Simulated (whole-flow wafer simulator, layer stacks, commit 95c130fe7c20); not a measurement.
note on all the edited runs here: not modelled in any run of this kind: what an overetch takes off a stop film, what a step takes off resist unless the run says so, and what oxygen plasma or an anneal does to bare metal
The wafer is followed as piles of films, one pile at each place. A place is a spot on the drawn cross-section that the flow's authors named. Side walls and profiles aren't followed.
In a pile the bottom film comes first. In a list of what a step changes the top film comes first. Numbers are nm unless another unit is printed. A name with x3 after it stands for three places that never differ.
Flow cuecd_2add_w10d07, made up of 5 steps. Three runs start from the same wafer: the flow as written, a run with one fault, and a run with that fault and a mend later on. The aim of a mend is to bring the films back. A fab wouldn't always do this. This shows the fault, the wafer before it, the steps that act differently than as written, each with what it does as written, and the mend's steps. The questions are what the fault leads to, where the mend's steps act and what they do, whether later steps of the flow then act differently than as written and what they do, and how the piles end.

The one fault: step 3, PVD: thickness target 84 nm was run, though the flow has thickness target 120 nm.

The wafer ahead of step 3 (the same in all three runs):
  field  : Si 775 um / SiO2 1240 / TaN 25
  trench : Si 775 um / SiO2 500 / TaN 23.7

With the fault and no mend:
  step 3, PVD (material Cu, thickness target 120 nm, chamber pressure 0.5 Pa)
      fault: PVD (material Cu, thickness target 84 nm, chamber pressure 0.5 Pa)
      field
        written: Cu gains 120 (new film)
        fault: Cu gains 84 (new film)
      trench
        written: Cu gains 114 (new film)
        fault: Cu gains 79.7 (new film)
  None of the later steps of the flow acts differently than as written at any place that is followed.
  The piles end different from the flow's at field, trench by more than 2% or 0.5 nm, whichever is larger.
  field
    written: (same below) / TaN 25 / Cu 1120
    fault: (same below) / TaN 25 / Cu 1084
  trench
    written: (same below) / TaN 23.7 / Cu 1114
    fault: (same below) / TaN 23.7 / Cu 1079.7

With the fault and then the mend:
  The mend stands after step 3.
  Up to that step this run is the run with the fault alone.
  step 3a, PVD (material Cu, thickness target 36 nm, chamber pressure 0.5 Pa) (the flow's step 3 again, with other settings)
      field
        Cu gains 36
      trench
        Cu gains 34.1
  None of the later steps of the flow acts differently than as written at any place that is followed.
  When the end is reached, the piles differ only a little from the flow's at the places that both follow, at most by 2% or 0.5 nm, whichever is larger.
